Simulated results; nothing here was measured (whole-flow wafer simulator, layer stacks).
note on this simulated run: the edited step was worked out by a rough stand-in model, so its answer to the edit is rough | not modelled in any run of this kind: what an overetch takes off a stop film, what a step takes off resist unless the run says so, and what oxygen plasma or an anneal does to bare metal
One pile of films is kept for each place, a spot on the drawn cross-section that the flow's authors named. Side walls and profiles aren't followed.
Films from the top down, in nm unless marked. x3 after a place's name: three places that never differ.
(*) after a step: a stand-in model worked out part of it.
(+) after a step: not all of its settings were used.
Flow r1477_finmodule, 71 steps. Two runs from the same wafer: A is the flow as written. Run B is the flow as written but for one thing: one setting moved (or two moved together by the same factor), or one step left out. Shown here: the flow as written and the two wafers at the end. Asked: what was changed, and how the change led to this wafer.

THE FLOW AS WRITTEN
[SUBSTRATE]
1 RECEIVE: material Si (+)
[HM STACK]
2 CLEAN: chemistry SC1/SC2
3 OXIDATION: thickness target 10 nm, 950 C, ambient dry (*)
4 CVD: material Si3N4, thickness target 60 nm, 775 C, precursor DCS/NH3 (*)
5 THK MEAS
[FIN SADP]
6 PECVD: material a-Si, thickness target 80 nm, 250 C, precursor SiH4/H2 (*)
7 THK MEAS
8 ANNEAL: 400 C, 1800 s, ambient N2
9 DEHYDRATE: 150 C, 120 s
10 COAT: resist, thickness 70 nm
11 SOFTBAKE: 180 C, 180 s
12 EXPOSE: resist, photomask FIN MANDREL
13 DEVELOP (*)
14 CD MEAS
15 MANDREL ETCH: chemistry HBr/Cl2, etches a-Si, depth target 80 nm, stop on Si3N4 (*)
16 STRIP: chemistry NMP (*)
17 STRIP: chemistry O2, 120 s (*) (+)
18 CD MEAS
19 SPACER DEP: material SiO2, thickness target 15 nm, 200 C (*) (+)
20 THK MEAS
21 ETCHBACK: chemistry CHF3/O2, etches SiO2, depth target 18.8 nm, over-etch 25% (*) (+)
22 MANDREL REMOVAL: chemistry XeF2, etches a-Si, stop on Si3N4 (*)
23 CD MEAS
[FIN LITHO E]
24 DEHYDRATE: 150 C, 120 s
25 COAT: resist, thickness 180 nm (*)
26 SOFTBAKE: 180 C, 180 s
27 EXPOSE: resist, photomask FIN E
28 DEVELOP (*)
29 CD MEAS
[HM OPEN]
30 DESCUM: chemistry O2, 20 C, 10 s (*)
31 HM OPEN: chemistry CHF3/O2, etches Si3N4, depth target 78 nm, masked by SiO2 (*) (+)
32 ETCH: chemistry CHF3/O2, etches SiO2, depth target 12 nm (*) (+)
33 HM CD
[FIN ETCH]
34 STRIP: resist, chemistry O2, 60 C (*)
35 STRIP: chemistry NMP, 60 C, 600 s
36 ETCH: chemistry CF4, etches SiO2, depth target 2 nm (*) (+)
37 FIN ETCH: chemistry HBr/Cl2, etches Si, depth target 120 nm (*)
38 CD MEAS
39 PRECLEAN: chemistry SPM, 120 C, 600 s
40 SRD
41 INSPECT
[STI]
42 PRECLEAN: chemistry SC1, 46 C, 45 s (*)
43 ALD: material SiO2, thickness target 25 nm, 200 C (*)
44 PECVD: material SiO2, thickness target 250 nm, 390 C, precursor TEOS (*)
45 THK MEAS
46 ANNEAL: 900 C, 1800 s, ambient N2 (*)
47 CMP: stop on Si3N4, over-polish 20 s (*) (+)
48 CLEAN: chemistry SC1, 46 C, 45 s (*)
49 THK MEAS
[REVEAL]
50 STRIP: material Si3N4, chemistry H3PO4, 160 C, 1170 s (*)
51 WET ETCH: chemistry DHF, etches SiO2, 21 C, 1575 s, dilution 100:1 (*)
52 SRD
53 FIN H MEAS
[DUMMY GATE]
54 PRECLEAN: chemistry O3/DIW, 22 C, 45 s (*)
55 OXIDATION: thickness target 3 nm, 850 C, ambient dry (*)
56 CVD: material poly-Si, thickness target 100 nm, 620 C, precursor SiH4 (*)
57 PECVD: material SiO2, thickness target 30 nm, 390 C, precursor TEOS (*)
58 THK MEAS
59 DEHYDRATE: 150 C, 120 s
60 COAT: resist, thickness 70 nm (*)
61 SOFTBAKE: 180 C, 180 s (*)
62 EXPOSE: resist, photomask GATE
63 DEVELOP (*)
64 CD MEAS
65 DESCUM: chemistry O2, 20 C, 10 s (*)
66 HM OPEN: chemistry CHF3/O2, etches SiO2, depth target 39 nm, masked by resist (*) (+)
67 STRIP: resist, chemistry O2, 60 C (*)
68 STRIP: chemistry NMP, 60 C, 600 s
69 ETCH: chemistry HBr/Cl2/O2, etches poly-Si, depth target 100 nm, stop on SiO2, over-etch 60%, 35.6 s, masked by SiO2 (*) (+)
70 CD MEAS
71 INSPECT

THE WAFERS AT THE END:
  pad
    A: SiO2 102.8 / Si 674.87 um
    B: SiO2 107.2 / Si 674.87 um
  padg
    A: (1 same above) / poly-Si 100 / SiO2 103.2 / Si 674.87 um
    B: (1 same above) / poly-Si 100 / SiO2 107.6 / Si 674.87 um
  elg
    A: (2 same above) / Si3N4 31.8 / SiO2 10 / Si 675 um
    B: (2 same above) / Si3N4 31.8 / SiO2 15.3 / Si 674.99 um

The cause: step 3, OXIDATION: thickness target 15.3 nm was run, where the flow has thickness target 10 nm.
It can be read off the wafer: elg has SiO2 15.3, and step 3 as written asks for 10 nm.

How the change led to this, step by step:
  3 OXIDATION: thickness target 10 nm, 950 C, ambient dry (*)
      pad, padg, elg and 33 more: A SiO2 +10 (new film), chemical SiO2 -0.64 (all of it), Si -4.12 | B SiO2 +15.3 (new film), chemical SiO2 -0.64 (all of it), Si -6.45
  31 HM OPEN: chemistry CHF3/O2, etches Si3N4, depth target 78 nm, masked by SiO2 (*) (+)
      pad, padg, esg and 13 more: A Si3N4 -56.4 (all of it), SiO2 -10 (all of it) | B Si3N4 -56.4 (all of it), SiO2 -10.8
  32 ETCH: chemistry CHF3/O2, etches SiO2, depth target 12 nm (*) (+)
      pad, padg, e40sg and 11 more: A Si -2.4 | B SiO2 -4.49 (all of it), Si -1.5
      esg, eso: A Si -1.77 | B SiO2 -4.49 (all of it), Si -1.5
      (and at 6 more places)
  43 ALD: material SiO2, thickness target 25 nm, 200 C (*)
      esg: A SiO2 +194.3 (new film) | B SiO2 +199.3 (new film)
  47 CMP: stop on Si3N4, over-polish 20 s (*) (+)
      pad, padg, e40sg and 11 more: A SiO2 -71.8 | B SiO2 -67.4
      eso: A SiO2 -72.4 | B SiO2 -67.4
  51 WET ETCH: chemistry DHF, etches SiO2, 21 C, 1575 s, dilution 100:1 (*)
      s40sg_line, s45sg_line, s50sg_line, s40so_line, s45so_line, s50so_line: A SiO2 -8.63 (all of it) | B SiO2 -13.9 (all of it)
  56 CVD: material poly-Si, thickness target 100 nm, 620 C, precursor SiH4 (*)
      s40cg, s40co: A poly-Si +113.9 (new film) | B poly-Si +108.6 (new film)
      s45cg, s45co: A poly-Si +113.4 (new film) | B poly-Si +108.1 (new film)
      (and at 2 more places)
  60 COAT: resist, thickness 70 nm (*)
      s40sg, s40so: A resist +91 (new film) | B resist +86 (new film)
      s45sg, s45so: A resist +91 (new film) | B resist +85.9 (new film)
      (and at 2 more places)
  63 DEVELOP (*)
      s40so: A resist -91 (all of it) | B resist -86 (all of it)
      s45so: A resist -91 (all of it) | B resist -85.9 (all of it)
      (and at 1 more place)
  67 STRIP: resist, chemistry O2, 60 C (*)
      s40sg: A resist -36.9 (all of it) | B resist -31.9 (all of it)
      s45sg: A resist -36.9 (all of it) | B resist -31.8 (all of it)
      (and at 1 more place)
  69 ETCH: chemistry HBr/Cl2/O2, etches poly-Si, depth target 100 nm, stop on SiO2, over-etch 60%, 35.6 s, masked by SiO2 (*) (+)
      s40co: A chemical SiO2 -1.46 (all of it), poly-Si -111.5 (all of it), SiO2 -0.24 | B chemical SiO2 -1.46 (all of it), poly-Si -106.2 (all of it), SiO2 -0.27
      s45co: A chemical SiO2 -1.46 (all of it), poly-Si -110.9 (all of it), SiO2 -0.25 | B chemical SiO2 -1.46 (all of it), poly-Si -105.6 (all of it), SiO2 -0.27
      (and at 1 more place)
